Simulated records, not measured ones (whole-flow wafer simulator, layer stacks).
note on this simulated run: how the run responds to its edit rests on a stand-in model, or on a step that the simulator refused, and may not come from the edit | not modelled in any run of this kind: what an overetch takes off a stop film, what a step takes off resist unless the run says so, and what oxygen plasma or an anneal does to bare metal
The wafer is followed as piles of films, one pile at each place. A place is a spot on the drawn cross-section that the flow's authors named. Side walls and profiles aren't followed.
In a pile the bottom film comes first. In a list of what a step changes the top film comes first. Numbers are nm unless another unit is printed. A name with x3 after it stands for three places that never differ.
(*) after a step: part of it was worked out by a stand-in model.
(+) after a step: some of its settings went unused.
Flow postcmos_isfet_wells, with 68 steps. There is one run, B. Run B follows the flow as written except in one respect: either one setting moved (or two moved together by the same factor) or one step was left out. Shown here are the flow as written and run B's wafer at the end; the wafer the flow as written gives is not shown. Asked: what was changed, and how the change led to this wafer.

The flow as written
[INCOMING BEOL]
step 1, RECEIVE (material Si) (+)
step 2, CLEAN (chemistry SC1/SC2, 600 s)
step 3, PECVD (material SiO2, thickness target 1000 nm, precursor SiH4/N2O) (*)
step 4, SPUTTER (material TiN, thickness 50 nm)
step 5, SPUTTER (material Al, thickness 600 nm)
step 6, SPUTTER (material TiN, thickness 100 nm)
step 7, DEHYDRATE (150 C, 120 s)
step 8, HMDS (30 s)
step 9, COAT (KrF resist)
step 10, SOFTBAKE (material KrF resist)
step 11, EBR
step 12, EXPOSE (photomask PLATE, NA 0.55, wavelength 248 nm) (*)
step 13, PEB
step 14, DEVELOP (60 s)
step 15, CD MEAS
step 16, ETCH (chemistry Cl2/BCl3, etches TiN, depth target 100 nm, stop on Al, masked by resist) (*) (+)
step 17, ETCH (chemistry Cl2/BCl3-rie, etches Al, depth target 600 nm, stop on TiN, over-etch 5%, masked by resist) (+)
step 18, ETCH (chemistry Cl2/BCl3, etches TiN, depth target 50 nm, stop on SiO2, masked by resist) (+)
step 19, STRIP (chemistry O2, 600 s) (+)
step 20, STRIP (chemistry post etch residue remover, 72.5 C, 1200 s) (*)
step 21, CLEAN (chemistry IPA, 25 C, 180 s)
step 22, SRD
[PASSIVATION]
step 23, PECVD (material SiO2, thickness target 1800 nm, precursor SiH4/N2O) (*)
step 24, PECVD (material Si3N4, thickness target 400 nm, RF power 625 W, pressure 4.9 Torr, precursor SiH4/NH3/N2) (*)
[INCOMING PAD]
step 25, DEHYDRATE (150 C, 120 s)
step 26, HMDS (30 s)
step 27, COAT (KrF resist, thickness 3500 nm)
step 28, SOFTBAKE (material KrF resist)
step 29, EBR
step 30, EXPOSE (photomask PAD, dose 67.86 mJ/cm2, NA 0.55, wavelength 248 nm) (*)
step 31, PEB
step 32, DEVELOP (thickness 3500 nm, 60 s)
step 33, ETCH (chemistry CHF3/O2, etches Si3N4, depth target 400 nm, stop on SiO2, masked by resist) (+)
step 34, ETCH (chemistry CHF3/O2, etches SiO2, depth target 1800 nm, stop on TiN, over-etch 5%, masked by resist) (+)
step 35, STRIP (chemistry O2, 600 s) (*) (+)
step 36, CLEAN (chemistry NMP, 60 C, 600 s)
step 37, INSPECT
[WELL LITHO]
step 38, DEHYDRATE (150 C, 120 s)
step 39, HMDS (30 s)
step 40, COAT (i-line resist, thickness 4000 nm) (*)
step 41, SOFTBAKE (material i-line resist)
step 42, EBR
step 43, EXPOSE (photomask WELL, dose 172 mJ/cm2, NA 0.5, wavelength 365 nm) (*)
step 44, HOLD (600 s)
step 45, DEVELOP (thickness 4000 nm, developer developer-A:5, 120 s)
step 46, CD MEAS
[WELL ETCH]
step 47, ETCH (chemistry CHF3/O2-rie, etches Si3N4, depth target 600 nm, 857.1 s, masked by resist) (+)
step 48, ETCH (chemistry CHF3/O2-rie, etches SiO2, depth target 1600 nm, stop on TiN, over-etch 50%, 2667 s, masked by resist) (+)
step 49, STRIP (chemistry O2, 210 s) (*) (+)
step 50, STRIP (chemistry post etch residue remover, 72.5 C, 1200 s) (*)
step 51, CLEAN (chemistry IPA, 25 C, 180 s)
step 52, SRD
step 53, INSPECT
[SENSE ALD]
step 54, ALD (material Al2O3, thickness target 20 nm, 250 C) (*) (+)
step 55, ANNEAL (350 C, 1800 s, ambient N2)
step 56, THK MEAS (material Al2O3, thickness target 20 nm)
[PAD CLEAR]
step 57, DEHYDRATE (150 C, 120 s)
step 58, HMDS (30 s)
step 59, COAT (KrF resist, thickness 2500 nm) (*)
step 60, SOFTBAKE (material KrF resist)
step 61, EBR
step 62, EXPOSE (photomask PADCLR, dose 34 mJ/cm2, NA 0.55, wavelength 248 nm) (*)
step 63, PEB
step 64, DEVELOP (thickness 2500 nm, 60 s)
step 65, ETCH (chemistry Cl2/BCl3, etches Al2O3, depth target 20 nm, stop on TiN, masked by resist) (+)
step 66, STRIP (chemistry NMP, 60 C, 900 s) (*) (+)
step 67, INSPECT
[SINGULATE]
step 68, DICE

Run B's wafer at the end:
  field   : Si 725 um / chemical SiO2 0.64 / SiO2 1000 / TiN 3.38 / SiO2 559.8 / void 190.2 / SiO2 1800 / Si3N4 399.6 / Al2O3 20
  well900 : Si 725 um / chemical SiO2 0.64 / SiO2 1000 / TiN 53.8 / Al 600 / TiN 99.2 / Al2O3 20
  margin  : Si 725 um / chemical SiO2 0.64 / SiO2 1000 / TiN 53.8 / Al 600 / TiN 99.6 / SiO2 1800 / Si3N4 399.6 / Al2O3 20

What caused this: step 4, SPUTTER: thickness 53.8 nm was run, whereas the flow has thickness 50 nm.
The wafer itself shows it: well900 has TiN 53.8, and step 4 as written asks for 50 nm.

Step by step, how the change led to this:
  step 4, SPUTTER (material TiN, thickness 50 nm)
      field, margin, well900, well1300 x3, pad_rim, pad_clr, pad_open: +53.8 TiN (new film) (it would be, as written: +50 TiN (new film))
  step 18, ETCH (chemistry Cl2/BCl3, etches TiN, depth target 50 nm, stop on SiO2, masked by resist) (+)
      field: -50 TiN (it would be, as written: -50 TiN (all of it))
  step 23, PECVD (material SiO2, thickness target 1800 nm, precursor SiH4/N2O) (*)
      field: +1800 SiO2 (new film), +190.2 void (new film), +559.8 SiO2 (new film) (it would be, as written: +1800 SiO2 (new film), +189.9 void (new film), +559.7 SiO2)
Taking metal films that touch as one body, field has 1 body; the flow as written gives 0 bodies.
